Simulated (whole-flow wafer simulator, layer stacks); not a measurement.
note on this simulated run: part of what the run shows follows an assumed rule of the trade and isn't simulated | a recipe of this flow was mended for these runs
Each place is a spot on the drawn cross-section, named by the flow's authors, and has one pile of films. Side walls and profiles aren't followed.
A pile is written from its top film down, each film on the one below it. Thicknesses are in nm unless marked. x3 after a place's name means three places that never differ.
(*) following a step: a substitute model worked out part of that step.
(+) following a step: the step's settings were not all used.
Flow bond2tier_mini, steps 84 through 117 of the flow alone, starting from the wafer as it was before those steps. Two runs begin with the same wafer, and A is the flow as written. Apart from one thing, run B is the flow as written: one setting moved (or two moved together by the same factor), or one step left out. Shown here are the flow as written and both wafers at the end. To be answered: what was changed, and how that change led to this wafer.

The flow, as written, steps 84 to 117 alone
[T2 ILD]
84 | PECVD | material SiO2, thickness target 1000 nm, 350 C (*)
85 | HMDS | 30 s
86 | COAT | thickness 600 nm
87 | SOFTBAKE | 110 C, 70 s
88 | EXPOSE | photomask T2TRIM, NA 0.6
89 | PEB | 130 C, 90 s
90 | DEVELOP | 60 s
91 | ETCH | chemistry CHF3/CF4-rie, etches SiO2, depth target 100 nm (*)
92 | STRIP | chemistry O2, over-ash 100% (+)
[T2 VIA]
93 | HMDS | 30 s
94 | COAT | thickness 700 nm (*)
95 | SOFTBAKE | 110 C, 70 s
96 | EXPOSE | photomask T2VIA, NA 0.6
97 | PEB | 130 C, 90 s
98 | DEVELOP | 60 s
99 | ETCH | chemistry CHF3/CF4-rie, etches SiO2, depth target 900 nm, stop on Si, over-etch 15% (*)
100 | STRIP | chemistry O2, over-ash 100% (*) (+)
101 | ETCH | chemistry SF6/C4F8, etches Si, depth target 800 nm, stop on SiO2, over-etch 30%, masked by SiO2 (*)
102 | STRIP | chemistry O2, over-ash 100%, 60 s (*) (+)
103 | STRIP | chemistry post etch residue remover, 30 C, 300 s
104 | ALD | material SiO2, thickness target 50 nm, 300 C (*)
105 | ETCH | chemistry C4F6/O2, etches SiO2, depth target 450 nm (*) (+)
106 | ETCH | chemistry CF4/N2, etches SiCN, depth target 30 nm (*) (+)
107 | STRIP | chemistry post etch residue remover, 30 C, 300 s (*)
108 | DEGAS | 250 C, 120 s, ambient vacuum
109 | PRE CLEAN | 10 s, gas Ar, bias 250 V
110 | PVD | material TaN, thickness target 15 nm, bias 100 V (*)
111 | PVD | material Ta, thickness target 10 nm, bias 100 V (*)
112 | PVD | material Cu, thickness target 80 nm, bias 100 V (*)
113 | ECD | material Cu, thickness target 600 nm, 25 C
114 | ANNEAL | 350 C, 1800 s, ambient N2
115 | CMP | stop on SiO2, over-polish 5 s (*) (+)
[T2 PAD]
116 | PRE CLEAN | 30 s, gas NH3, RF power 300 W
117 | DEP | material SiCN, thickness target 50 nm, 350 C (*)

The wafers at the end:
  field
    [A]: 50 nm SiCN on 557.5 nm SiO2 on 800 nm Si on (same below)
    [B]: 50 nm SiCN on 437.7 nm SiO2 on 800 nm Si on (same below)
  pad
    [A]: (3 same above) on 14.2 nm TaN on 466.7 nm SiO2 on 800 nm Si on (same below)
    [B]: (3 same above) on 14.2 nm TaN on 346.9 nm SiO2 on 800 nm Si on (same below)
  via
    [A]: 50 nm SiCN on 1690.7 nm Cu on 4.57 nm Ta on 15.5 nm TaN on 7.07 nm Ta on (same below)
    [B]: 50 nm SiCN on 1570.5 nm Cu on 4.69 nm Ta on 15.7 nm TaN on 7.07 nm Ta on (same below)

The reason: step 84, PECVD: thickness target 880 nm was run, while the flow as written has thickness target 1000 nm.

How this came from the change, step by step:
  84 | PECVD | material SiO2, thickness target 1000 nm, 350 C (*)
      field, pad, via: A +1000 SiO2 (new film) | B +880 SiO2 (new film)
  99 | ETCH | chemistry CHF3/CF4-rie, etches SiO2, depth target 900 nm, stop on Si, over-etch 15% (*)
      field, pad: A -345 thick-KrF-resist | B -299 thick-KrF-resist
      via: A -900 SiO2 (all of it), -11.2 Si | B -780 SiO2 (all of it), -21.2 Si
  100 | STRIP | chemistry O2, over-ash 100% (*) (+)
      field: A -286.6 thick-KrF-resist (all of it) | B -332.6 thick-KrF-resist (all of it)
      pad: A -372.9 thick-KrF-resist (all of it) | B -418.9 thick-KrF-resist (all of it)
  112 | PVD | material Cu, thickness target 80 nm, bias 100 V (*)
      via: A +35 Cu (new film) | B +36 Cu (new film)
  113 | ECD | material Cu, thickness target 600 nm, 25 C
      via: A +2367 Cu | B +2245.9 Cu
